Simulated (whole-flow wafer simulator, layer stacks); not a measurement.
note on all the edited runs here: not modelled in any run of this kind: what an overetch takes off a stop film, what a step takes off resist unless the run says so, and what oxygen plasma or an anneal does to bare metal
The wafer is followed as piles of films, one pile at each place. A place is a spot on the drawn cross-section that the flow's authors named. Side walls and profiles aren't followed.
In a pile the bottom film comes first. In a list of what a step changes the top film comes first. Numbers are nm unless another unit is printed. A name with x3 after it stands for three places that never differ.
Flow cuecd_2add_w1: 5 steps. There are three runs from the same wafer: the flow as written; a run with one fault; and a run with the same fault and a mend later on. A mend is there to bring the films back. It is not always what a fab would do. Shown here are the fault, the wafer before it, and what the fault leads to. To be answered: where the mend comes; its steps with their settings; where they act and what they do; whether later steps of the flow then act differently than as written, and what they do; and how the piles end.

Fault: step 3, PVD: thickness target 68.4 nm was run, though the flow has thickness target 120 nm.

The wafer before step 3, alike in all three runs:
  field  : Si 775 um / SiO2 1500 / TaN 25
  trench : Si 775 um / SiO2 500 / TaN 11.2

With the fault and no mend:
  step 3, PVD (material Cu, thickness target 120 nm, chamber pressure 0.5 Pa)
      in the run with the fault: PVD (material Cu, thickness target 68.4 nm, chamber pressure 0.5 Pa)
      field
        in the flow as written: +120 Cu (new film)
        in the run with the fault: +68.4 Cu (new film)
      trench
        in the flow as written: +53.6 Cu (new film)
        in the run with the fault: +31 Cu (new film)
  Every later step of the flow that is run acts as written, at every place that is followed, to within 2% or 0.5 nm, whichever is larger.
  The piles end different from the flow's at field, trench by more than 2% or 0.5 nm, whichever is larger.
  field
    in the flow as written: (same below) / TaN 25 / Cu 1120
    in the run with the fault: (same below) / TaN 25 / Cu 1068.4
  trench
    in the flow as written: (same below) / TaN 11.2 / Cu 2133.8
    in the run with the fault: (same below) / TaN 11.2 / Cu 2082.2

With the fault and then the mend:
  After step 3 comes the mend.
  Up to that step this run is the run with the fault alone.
  step 3a, ETCH (chemistry cu recess dil, depth target 78.87 nm)
      field
        -68.4 Cu (all of it)
      trench
        -31 Cu (all of it)
  step 3b, PVD (material Cu, thickness target 120 nm, chamber pressure 0.5 Pa) (the flow's step 3, run once more)
      field
        +120 Cu (new film)
      trench
        +53.6 Cu (new film)
  Every later step of the flow that is run acts as written at every place that is followed.
  At every place that both follow, the piles at the end match the flow's.
